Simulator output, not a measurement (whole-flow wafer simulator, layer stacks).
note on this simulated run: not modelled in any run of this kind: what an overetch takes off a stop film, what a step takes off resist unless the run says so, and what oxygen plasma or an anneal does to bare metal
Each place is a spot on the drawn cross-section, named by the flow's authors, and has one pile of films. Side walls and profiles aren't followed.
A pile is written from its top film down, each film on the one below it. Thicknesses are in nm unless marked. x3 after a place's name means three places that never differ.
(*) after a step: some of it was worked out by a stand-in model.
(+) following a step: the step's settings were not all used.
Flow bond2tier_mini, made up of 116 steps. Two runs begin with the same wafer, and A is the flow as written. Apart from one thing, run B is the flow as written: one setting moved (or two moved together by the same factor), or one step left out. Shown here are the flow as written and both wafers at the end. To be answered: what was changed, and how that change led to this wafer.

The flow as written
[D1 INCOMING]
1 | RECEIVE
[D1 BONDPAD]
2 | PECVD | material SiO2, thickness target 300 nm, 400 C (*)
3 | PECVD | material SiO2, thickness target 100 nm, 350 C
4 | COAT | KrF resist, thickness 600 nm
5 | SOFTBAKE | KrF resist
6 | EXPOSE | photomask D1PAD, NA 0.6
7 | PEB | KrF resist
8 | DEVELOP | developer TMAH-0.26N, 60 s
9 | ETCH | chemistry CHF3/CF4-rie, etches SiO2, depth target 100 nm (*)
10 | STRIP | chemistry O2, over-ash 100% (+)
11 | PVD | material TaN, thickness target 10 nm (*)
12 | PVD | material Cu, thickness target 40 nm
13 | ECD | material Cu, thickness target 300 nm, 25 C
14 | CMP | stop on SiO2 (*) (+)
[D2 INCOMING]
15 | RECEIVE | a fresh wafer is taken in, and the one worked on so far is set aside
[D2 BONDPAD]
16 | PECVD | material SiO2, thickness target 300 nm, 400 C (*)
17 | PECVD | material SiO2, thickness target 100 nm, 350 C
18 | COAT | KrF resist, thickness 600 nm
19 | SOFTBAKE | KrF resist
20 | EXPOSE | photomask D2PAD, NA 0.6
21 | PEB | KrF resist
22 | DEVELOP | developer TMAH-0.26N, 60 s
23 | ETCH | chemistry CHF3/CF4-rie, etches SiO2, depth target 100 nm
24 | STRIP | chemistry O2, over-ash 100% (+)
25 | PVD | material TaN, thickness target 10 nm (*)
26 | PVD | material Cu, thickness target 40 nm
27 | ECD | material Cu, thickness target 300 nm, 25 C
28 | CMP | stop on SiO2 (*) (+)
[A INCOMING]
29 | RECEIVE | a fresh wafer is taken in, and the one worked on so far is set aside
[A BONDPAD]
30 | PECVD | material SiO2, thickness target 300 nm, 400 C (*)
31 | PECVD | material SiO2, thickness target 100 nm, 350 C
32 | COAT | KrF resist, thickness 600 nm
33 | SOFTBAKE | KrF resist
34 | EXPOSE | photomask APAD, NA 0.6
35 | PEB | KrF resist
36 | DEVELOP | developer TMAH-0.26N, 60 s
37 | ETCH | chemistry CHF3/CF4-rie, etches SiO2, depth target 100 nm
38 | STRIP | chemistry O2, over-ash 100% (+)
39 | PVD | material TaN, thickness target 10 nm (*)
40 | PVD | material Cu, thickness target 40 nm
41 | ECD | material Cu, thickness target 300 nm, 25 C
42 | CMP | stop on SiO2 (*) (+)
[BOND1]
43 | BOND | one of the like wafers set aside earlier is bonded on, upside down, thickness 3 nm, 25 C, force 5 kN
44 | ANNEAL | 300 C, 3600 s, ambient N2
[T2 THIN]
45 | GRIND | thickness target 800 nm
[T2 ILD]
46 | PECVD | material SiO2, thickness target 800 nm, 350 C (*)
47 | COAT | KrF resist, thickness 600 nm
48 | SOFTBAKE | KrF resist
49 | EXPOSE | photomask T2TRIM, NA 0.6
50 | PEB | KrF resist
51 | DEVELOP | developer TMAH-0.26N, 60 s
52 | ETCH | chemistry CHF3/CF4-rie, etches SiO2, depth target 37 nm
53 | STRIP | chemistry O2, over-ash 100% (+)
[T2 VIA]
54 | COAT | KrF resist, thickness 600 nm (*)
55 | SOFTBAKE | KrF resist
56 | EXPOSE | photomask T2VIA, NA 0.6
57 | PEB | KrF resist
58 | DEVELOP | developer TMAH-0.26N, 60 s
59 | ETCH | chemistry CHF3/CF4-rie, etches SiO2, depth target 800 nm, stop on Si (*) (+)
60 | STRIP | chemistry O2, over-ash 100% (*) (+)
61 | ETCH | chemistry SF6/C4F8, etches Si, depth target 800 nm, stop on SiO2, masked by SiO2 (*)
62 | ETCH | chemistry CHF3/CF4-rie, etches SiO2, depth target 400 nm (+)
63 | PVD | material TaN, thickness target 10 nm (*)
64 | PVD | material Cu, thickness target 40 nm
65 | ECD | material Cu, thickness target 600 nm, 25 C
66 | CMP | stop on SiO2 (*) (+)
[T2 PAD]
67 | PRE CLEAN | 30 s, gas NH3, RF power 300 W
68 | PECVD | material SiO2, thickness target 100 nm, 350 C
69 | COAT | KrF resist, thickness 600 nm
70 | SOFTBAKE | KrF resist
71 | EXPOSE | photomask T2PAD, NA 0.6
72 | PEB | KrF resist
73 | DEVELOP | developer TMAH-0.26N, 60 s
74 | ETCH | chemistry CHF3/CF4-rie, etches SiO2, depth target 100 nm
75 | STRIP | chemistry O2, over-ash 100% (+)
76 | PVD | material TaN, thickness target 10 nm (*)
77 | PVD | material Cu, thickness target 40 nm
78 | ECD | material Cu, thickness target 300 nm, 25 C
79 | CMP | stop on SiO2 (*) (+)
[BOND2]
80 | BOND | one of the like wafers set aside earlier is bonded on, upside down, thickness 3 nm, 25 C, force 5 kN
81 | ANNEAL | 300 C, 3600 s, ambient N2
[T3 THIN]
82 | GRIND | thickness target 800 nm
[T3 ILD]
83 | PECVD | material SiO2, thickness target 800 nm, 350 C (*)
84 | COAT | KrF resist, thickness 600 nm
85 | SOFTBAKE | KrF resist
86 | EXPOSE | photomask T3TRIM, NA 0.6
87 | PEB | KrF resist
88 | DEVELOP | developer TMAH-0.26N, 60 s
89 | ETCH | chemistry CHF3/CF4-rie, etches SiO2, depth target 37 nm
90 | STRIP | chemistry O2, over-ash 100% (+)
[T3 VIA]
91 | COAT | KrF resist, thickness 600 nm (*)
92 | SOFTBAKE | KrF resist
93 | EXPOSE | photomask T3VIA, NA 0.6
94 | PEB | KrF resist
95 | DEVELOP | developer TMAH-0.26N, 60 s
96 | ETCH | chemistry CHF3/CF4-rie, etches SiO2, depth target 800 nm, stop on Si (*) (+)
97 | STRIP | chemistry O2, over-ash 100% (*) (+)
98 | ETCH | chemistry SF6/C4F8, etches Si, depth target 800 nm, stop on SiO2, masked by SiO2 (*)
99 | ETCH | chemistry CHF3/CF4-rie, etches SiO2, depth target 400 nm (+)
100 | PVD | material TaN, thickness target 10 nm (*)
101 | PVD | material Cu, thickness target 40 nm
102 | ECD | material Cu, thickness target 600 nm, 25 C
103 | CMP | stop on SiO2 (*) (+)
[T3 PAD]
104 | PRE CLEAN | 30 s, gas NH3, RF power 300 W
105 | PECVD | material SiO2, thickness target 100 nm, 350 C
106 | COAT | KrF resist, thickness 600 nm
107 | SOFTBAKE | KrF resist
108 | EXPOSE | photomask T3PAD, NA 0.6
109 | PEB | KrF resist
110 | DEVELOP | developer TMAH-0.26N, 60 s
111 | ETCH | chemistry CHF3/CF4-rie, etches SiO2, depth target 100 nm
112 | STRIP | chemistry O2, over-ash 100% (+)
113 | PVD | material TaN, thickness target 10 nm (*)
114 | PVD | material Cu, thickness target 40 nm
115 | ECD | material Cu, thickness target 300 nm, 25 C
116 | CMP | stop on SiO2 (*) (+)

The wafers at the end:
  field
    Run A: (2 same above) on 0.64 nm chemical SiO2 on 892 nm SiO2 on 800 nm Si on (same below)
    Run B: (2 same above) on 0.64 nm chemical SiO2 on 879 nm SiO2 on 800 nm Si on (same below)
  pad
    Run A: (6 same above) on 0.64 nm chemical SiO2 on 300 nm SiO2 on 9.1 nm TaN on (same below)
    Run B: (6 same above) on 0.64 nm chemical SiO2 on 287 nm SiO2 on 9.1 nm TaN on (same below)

What caused this: step 17, PECVD: thickness target 87 nm was run, while the flow as written has thickness target 100 nm.

Step by step, how the change led to this:
  17 | PECVD | material SiO2, thickness target 100 nm, 350 C
      field, pad, via: A SiO2 gains 100 | B SiO2 gains 87
  80 | BOND | one of the like wafers set aside earlier is bonded on, upside down, thickness 3 nm, 25 C, force 5 kN
      field: A Si gains 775 um (new film), chemical SiO2 gains 0.64 (new film), SiO2 gains 400 | B Si gains 775 um (new film), chemical SiO2 gains 0.64 (new film), SiO2 gains 387
      pad: A Si gains 775 um (new film), chemical SiO2 gains 0.64 (new film), SiO2 gains 300 (new film), TaN gains 9.1 (new film), Cu gains 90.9 | B Si gains 775 um (new film), chemical SiO2 gains 0.64 (new film), SiO2 gains 287 (new film), TaN gains 9.1 (new film), Cu gains 90.9
